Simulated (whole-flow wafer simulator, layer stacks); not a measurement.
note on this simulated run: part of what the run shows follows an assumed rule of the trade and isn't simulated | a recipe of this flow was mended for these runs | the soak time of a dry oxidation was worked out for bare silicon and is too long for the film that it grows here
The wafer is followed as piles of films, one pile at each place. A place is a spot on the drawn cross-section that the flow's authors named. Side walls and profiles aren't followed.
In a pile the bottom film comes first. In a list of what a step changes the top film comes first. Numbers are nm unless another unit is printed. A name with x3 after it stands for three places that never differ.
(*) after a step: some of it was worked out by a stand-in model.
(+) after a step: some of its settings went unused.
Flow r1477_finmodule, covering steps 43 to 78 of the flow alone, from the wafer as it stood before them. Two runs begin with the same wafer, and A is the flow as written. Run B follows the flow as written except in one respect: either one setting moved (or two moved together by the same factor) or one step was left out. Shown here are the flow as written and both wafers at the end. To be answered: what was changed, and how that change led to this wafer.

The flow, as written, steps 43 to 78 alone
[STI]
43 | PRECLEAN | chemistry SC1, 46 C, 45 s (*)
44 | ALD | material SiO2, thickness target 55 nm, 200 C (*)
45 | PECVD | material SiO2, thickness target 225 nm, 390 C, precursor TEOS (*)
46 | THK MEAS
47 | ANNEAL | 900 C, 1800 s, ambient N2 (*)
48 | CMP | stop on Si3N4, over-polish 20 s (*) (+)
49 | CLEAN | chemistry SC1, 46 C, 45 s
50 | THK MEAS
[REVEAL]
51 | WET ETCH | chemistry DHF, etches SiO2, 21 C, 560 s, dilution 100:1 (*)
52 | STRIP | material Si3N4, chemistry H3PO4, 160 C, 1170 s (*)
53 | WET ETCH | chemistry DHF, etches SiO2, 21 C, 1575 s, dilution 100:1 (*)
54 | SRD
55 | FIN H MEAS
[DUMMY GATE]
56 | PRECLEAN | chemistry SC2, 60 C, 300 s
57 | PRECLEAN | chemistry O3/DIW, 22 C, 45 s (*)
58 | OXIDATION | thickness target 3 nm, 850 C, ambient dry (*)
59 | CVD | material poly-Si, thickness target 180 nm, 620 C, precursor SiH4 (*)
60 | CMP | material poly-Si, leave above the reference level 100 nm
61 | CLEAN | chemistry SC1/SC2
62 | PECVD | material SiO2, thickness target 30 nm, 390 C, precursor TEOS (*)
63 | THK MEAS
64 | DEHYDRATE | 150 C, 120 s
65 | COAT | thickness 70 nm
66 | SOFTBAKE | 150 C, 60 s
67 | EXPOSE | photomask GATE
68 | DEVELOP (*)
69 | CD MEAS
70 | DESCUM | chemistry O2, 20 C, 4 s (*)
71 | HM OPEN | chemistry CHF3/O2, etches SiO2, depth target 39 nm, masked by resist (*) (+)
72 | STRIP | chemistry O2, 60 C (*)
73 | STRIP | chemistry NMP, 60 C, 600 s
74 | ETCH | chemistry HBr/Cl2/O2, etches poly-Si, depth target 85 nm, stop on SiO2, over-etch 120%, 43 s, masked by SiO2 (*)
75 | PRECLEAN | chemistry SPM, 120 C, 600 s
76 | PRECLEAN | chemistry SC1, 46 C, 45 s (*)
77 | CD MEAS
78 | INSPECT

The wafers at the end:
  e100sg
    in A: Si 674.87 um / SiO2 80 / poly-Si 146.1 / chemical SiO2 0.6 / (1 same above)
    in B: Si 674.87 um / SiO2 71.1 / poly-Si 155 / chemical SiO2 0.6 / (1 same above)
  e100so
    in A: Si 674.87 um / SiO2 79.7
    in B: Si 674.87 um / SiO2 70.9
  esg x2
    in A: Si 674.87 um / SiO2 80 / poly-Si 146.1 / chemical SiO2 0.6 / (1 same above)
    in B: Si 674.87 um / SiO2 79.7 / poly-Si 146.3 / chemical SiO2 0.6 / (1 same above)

Cause: step 44, ALD: thickness target 22 nm was run, whereas the flow has thickness target 55 nm.

Step by step, how the change led to this:
  44 | ALD | material SiO2, thickness target 55 nm, 200 C (*)
      elg x4, elo x4: A +55 SiO2 (new film) | B +22 SiO2 (new film)
      s40sg_line x3, s40so_line x3: A +55 SiO2 | B +22 SiO2
      (and at 22 other places as well)
  45 | PECVD | material SiO2, thickness target 225 nm, 390 C, precursor TEOS (*)
      e100sg, e200sg, e100so, e200so: A +225 SiO2 | B +393.1 SiO2
      s40sg x2, s40so x2: A +225 SiO2 | B +433.7 SiO2
      (and at 6 other places as well)
  47 | ANNEAL | 900 C, 1800 s, ambient N2 (*)
      s40sg x2, s45cg x2, s40so x2, s45co x2: A -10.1 SiO2 | B -19.5 SiO2
      e100sg, e200sg, e100so, e200so: A -10.1 SiO2 | B -17.7 SiO2
      (and at 2 other places as well)
  48 | CMP | stop on Si3N4, over-polish 20 s (*) (+)
      elg x4, elo x4: A -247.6 SiO2 | B -214.6 SiO2
      s40sg_line x3, s40so_line x3: A -287 SiO2 (all of it), -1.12 Si3N4 | B -254 SiO2 (all of it), -1.12 Si3N4
      (and at 22 other places as well)
  51 | WET ETCH | chemistry DHF, etches SiO2, 21 C, 560 s, dilution 100:1 (*)
      e100sg, e200sg, s40sg x2, s45cg x2, e100so, e200so, s40so x2, s45co x2: A -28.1 SiO2 | B -30.5 SiO2
  53 | WET ETCH | chemistry DHF, etches SiO2, 21 C, 1575 s, dilution 100:1 (*)
      e100sg, e200sg, s40sg x2, s45cg x2, e100so, e200so, s40so x2, s45co x2: A -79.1 SiO2 | B -85.7 SiO2
  59 | CVD | material poly-Si, thickness target 180 nm, 620 C, precursor SiH4 (*)
      e100sg, s40sg x2, s45cg x2, e100so, s40so x2, s45co x2: A +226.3 poly-Si (new film) | B +235.2 poly-Si (new film)
      e200sg, e200so: A +219.2 poly-Si (new film) | B +235.2 poly-Si (new film)
  60 | CMP | material poly-Si, leave above the reference level 100 nm
      e200sg, e200so: A -72.9 poly-Si | B -80 poly-Si
  74 | ETCH | chemistry HBr/Cl2/O2, etches poly-Si, depth target 85 nm, stop on SiO2, over-etch 120%, 43 s, masked by SiO2 (*)
      e100so, e200so, s40so x2, s45co x2: A -1.12 chemical SiO2 (all of it), -143.9 poly-Si (all of it), -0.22 SiO2 | B -1.12 chemical SiO2 (all of it), -152.8 poly-Si (all of it), -0.17 SiO2
